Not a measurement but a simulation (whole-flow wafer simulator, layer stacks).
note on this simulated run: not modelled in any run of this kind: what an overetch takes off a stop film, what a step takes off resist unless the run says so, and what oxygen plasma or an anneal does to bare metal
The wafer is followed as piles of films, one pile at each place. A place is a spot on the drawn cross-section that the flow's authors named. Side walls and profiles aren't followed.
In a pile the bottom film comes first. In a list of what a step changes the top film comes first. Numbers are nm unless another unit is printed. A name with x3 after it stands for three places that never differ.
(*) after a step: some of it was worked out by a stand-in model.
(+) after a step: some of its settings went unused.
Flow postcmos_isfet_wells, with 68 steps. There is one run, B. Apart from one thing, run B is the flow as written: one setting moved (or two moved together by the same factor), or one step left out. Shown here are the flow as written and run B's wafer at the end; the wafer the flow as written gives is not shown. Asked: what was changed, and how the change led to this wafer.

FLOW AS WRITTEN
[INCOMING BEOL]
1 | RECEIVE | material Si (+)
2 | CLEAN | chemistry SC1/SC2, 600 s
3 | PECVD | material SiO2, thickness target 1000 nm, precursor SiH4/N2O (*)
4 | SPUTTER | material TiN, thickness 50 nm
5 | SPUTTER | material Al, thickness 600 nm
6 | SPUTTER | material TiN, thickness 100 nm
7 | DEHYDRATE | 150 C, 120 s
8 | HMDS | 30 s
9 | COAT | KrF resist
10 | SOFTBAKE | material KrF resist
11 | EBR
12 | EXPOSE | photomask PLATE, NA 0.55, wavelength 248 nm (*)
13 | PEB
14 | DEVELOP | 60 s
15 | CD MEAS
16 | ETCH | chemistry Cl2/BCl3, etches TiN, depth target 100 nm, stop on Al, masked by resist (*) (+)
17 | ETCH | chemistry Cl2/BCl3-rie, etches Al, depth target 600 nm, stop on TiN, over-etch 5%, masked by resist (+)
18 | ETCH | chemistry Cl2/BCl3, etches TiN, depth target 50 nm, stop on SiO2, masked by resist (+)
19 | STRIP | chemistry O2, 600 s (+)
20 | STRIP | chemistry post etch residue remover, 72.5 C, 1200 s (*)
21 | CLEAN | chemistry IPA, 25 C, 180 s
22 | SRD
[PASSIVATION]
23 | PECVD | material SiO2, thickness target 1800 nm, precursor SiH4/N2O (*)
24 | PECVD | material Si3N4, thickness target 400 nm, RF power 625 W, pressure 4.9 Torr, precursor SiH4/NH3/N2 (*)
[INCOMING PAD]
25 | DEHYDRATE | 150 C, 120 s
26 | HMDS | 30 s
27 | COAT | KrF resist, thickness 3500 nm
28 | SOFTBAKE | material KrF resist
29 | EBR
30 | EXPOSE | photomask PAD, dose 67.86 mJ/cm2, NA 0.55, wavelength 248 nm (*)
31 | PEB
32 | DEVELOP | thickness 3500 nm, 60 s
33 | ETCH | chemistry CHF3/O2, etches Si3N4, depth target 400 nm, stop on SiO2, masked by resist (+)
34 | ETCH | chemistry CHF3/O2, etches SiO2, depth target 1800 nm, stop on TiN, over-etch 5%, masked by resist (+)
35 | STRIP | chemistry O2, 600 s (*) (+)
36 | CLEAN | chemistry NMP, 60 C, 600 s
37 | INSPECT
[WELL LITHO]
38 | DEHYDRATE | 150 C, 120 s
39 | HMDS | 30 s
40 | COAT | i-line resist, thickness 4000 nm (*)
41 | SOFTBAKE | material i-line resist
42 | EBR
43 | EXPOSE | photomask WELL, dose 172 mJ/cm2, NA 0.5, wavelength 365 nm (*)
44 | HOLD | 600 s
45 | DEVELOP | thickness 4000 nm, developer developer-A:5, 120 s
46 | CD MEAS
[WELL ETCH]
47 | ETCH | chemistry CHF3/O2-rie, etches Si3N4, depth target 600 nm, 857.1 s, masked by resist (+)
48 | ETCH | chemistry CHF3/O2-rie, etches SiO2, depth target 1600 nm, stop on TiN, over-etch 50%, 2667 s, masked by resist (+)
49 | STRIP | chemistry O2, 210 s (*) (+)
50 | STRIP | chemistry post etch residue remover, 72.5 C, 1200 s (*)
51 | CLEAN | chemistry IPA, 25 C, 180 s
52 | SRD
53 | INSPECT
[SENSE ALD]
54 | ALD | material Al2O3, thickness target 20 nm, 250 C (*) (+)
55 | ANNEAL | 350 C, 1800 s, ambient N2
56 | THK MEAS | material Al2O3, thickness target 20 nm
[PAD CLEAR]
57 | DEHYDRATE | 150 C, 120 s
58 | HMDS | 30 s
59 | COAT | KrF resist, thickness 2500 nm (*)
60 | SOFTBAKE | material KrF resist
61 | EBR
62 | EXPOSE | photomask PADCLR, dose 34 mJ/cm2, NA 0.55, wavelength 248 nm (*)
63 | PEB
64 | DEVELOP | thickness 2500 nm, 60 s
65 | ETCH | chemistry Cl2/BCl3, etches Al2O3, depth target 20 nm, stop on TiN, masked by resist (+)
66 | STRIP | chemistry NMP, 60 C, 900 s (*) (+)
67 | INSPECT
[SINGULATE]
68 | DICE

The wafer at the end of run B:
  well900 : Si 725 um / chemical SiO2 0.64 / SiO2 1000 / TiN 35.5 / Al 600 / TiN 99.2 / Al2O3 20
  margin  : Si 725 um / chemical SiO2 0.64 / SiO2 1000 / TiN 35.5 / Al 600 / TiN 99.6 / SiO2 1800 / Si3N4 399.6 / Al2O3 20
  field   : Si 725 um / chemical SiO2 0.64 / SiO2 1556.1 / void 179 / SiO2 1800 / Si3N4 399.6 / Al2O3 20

What caused this: step 4, SPUTTER: thickness 35.5 nm was run, whereas the flow has thickness 50 nm.
One can read it off the wafer: well900 has TiN 35.5, and step 4 as written asks for 50 nm.

The path from the change to this, step by step:
  4 | SPUTTER | material TiN, thickness 50 nm
      field, margin, well900, well1300 x3, pad_rim, pad_clr, pad_open: +35.5 TiN (new film) (in the flow as written it would be: +50 TiN (new film))
  18 | ETCH | chemistry Cl2/BCl3, etches TiN, depth target 50 nm, stop on SiO2, masked by resist (+)
      field: -35.5 TiN (all of it) (in the flow as written it would be: -50 TiN (all of it))
  23 | PECVD | material SiO2, thickness target 1800 nm, precursor SiH4/N2O (*)
      field: +1800 SiO2 (new film), +179 void (new film), +556.1 SiO2 (in the flow as written it would be: +1800 SiO2 (new film), +189.9 void (new film), +559.7 SiO2)
